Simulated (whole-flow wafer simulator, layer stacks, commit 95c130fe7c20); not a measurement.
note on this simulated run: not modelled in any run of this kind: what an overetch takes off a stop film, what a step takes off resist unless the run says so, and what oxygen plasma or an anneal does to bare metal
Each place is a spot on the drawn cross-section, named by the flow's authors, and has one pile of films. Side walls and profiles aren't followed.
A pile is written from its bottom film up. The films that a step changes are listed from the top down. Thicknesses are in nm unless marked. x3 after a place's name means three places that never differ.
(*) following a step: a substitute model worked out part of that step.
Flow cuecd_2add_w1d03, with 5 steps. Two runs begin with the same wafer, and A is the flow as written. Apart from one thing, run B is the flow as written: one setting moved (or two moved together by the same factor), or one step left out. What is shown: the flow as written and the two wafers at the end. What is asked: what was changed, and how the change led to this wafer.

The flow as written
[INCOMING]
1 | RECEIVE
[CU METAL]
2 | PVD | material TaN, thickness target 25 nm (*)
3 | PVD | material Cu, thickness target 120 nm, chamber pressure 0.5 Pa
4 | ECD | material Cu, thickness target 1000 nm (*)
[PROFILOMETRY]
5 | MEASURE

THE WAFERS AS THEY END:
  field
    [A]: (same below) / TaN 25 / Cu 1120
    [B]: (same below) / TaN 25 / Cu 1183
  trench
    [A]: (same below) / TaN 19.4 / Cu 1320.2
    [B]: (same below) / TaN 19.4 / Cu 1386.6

What caused this: step 3, PVD: thickness target 183 nm was run, whereas the flow has thickness target 120 nm.

The path from the change to this, step by step:
  3 | PVD | material Cu, thickness target 120 nm, chamber pressure 0.5 Pa
      field: A +120 Cu (new film) | B +183 Cu (new film)
      trench: A +93.4 Cu (new film) | B +142.3 Cu (new film)
